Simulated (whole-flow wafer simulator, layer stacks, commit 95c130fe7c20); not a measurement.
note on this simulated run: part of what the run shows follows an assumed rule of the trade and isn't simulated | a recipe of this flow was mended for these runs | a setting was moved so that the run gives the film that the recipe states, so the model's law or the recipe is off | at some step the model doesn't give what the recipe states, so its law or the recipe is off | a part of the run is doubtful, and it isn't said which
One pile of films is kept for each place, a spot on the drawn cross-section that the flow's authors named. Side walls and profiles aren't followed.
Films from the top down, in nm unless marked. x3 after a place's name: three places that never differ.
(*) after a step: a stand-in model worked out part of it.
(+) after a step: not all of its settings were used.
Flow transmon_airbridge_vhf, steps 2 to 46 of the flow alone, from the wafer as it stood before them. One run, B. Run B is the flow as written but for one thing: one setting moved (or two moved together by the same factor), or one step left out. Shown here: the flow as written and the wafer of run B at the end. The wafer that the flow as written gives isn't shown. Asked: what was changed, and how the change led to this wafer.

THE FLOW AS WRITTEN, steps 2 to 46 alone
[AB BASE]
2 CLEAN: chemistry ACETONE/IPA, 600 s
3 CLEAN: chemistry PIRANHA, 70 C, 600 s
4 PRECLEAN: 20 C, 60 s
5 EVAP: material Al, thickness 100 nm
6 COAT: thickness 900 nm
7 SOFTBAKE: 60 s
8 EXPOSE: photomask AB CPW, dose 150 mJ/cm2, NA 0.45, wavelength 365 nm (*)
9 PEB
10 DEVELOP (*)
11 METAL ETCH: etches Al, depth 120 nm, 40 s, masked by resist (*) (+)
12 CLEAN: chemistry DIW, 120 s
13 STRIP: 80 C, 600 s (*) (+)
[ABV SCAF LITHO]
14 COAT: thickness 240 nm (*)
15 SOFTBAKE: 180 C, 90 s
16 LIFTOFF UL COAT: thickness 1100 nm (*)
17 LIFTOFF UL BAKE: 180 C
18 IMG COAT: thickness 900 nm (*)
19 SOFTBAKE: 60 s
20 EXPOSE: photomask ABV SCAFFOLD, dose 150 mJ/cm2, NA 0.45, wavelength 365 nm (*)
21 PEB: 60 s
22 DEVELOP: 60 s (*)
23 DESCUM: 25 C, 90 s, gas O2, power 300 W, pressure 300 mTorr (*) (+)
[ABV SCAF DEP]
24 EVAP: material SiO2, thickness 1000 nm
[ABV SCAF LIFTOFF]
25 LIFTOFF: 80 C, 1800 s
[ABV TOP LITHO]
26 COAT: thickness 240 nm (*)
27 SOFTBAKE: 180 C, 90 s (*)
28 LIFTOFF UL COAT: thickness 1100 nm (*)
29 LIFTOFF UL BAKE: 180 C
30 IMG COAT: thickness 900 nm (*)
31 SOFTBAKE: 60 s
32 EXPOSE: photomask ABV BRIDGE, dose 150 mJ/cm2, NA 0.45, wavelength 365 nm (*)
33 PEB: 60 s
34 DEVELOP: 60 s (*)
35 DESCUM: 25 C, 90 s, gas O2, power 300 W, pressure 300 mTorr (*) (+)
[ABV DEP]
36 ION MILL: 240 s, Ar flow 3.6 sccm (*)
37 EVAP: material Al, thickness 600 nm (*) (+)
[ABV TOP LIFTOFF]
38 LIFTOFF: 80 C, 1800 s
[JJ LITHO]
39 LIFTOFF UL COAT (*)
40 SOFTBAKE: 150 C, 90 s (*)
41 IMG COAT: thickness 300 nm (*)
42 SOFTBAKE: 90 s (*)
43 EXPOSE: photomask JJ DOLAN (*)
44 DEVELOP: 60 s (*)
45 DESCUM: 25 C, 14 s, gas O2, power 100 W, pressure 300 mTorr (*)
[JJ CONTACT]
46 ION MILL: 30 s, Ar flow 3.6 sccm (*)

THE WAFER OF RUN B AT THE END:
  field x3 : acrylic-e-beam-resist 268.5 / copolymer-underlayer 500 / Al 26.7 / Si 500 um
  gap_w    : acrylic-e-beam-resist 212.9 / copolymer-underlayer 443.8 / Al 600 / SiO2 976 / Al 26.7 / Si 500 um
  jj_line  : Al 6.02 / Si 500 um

The cause: step 11, METAL ETCH: depth 60 nm was run, where the flow has depth 120 nm; step 11, METAL ETCH: 20 s was run, where the flow has 40 s.

How the change led to this, step by step:
  11 METAL ETCH: etches Al, depth 120 nm, 40 s, masked by resist (*) (+)
      field x3, jj_line, gap_w, gap_e: Al -60 (as written it would be: Al -86.7 (all of it), Si -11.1)
      ground_far, pad_w, flank_w and 8 more: i-line-resist -30 (as written it would be: i-line-resist -60)
  13 STRIP: 80 C, 600 s (*) (+)
      ground_far, pad_w, flank_w and 8 more: i-line-resist -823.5 (all of it) (as written it would be: i-line-resist -793.5 (all of it))
  14 COAT: thickness 240 nm (*)
      flank_w, flank_e: acrylic-e-beam-resist +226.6 (new film) (as written it would be: acrylic-e-beam-resist +220.6 (new film))
  23 DESCUM: 25 C, 90 s, gas O2, power 300 W, pressure 300 mTorr (*) (+)
      flank_w, flank_e: acrylic-e-beam-resist -226.6 (all of it) (as written it would be: acrylic-e-beam-resist -220.6 (all of it))
  26 COAT: thickness 240 nm (*)
      flank_w, flank_e: acrylic-e-beam-resist +160 (new film) (as written it would be: acrylic-e-beam-resist +155.2 (new film))
  35 DESCUM: 25 C, 90 s, gas O2, power 300 W, pressure 300 mTorr (*) (+)
      flank_w, flank_e: acrylic-e-beam-resist -160 (all of it) (as written it would be: acrylic-e-beam-resist -155.2 (all of it))
  41 IMG COAT: thickness 300 nm (*)
      flank_w, flank_e: acrylic-e-beam-resist +222.3 (new film) (as written it would be: acrylic-e-beam-resist +217.1 (new film))
  46 ION MILL: 30 s, Ar flow 3.6 sccm (*)
      jj_line: Al -20.6 (as written it would be: Si -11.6)
Counting metal films that touch as one body, field x3 has 1 body; the flow as written gives 0 bodies.
Counting metal films that touch as one body, gap_w has 2 bodies (between them, from the top down: SiO2 976); the flow as written gives 1 body.
Counting metal films that touch as one body, jj_line has 1 body; the flow as written gives 0 bodies.
